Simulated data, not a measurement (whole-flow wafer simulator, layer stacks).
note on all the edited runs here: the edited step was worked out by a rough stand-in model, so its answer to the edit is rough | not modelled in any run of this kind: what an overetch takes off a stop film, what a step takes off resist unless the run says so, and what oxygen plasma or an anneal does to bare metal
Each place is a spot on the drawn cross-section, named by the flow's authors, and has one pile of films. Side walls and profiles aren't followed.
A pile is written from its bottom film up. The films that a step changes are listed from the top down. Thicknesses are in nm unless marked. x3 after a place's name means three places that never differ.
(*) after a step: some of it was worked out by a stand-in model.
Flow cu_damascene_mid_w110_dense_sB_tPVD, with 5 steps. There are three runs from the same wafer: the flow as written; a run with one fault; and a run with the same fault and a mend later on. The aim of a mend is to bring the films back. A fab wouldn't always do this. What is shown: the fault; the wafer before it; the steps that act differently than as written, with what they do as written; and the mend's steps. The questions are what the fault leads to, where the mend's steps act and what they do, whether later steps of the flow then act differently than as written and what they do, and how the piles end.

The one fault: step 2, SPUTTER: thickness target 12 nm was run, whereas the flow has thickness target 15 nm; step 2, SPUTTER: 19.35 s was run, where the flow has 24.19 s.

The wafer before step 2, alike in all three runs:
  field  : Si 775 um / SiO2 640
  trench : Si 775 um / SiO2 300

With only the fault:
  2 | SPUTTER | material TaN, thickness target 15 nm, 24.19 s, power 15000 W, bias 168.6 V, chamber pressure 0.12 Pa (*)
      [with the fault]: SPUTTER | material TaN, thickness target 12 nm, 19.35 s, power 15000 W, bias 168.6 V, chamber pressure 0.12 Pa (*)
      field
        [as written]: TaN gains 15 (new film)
        [with the fault]: TaN gains 12 (new film)
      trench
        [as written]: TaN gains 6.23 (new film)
        [with the fault]: TaN gains 4.98 (new film)
  Every later step of the flow that is run acts as written, at every place that is followed, to within 2% or 0.5 nm, whichever is larger.
  By the end, the piles at field, trench depart from the flow's by more than 2% or 0.5 nm, whichever is larger.
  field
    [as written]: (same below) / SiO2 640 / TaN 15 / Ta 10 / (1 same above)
    [with the fault]: (same below) / SiO2 640 / TaN 12 / Ta 10 / (1 same above)
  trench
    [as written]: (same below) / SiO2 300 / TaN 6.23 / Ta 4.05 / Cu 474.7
    [with the fault]: (same below) / SiO2 300 / TaN 4.98 / Ta 4.08 / Cu 472.9

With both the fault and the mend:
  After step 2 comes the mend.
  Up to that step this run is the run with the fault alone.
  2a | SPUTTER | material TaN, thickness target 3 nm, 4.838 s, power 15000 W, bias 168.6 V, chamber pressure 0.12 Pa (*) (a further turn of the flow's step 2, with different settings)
      field
        TaN gains 3
      trench
        TaN gains 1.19
  Every later step of the flow that is run acts as written, at every place that is followed, to within 2% or 0.5 nm, whichever is larger.
  When the end is reached, the piles differ only a little from the flow's at the places that both follow, at most by 2% or 0.5 nm, whichever is larger.
